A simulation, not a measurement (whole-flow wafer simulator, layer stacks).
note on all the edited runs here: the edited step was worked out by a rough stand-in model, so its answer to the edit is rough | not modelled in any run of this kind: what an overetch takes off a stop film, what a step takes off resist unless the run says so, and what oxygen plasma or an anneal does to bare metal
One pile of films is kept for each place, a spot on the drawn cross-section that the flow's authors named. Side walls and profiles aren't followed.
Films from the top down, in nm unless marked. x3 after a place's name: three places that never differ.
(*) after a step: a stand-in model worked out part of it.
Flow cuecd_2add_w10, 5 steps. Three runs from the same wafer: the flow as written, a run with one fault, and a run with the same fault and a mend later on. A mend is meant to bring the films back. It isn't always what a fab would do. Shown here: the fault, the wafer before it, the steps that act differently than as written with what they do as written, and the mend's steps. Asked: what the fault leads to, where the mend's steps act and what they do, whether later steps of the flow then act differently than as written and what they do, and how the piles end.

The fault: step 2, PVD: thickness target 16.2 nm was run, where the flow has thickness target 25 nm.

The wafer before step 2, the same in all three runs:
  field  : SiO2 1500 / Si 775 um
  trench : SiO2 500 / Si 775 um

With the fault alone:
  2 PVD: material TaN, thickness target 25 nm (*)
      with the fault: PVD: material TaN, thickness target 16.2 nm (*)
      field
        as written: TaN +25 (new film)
        with the fault: TaN +16.2 (new film)
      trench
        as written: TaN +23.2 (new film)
        with the fault: TaN +15 (new film)
  No later step of the flow acts differently than as written at any place that is followed.
  At the end the piles differ from the flow's by more than 2% or 0.5 nm, whichever is larger, at field, trench.
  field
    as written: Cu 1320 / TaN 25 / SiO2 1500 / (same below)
    with the fault: Cu 1320 / TaN 16.2 / SiO2 1500 / (same below)
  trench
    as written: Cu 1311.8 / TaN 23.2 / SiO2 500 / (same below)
    with the fault: Cu 1311.8 / TaN 15 / SiO2 500 / (same below)

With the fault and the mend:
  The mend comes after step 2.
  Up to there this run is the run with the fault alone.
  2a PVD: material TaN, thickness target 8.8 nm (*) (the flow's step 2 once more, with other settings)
      field
        TaN +8.8
      trench
        TaN +8.16
  No later step of the flow acts differently than as written at any place that is followed.
  At the end the piles are the same as the flow's at every place that both follow.
